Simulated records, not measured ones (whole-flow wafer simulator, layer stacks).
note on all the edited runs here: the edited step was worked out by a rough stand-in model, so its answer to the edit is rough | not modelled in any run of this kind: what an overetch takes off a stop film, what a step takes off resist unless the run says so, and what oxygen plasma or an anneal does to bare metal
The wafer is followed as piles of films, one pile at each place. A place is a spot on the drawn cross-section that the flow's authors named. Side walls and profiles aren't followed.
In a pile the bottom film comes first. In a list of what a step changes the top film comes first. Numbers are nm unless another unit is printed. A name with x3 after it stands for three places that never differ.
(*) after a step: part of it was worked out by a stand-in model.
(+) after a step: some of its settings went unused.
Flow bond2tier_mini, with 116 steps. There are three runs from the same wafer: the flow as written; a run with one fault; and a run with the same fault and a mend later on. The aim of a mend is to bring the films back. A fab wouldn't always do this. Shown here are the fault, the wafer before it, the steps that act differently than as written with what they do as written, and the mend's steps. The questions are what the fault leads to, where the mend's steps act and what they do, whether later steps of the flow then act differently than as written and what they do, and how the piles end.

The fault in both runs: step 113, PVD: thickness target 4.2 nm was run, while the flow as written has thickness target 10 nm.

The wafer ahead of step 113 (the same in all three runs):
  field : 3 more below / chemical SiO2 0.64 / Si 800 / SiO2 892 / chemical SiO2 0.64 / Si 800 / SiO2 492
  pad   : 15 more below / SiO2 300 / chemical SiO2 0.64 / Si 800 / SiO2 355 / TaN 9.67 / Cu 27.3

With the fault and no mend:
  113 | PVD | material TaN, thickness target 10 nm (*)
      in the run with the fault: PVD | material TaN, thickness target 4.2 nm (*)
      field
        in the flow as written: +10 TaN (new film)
        in the run with the fault: +4.2 TaN (new film)
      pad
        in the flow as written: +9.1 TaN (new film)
        in the run with the fault: +3.82 TaN (new film)
  Steps further on in the flow that do not act as written (not shown: 2 more steps that differ only slightly, by at most 2% or 0.5 nm, whichever is larger):
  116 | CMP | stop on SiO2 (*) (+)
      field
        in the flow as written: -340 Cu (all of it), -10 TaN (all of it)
        in the run with the fault: -340 Cu (all of it), -4.2 TaN (all of it)
  The piles end different from the flow's at pad by more than 2% or 0.5 nm, whichever is larger.
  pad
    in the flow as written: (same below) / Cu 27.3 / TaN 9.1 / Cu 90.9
    in the run with the fault: (same below) / Cu 27.3 / TaN 3.82 / Cu 96.2

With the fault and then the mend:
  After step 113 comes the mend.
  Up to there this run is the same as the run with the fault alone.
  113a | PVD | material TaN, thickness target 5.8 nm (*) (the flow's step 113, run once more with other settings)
      field
        +5.8 TaN
      pad
        +5.28 TaN
  Later steps of the flow that are run all act as written at every place that is followed.
  At every place that both follow, the piles at the end match the flow's.
